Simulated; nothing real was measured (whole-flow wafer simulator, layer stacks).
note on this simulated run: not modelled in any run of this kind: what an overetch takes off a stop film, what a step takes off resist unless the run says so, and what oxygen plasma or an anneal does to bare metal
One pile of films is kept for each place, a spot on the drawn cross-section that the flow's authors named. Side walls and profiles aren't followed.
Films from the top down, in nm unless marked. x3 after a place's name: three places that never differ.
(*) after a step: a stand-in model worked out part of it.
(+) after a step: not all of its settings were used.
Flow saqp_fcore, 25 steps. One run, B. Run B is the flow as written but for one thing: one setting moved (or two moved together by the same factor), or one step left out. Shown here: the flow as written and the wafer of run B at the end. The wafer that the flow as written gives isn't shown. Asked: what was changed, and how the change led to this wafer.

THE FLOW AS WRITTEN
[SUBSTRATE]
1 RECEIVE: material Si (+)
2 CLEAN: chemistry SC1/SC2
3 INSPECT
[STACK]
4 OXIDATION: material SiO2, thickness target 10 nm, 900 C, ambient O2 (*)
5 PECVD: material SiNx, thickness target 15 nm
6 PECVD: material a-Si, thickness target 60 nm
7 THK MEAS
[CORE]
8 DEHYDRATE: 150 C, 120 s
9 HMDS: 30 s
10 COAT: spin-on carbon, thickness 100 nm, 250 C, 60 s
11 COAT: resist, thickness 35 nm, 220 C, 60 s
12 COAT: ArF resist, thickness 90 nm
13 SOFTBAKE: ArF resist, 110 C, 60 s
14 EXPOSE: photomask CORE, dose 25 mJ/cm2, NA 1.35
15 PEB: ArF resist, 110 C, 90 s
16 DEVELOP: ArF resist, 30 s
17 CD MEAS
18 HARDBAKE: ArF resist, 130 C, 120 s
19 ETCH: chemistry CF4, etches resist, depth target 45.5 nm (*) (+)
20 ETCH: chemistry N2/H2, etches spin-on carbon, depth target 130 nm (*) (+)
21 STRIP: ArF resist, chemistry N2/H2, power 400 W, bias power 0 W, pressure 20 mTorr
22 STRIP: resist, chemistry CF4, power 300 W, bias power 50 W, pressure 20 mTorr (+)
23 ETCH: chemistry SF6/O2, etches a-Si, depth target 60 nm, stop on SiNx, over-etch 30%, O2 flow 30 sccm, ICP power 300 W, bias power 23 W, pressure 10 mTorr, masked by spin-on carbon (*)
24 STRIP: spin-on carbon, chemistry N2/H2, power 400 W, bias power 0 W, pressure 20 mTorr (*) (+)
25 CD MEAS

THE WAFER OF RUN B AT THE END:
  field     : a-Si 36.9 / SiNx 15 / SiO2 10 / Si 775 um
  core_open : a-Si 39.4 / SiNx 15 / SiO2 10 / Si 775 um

The cause: step 23, ETCH: chemistry SF6/O2, etches a-Si, depth target 60 nm, stop on SiNx, over-etch 30%, O2 flow 30 sccm, ICP power 300 W, bias power 23 W, pressure 10 mTorr, masked by spin-on carbon (*), was left out.

How the change led to this, step by step:
  24 STRIP: spin-on carbon, chemistry N2/H2, power 400 W, bias power 0 W, pressure 20 mTorr (*) (+)
      core_line: spin-on carbon -100 (all of it) (as written it would be: spin-on carbon -92.2 (all of it))
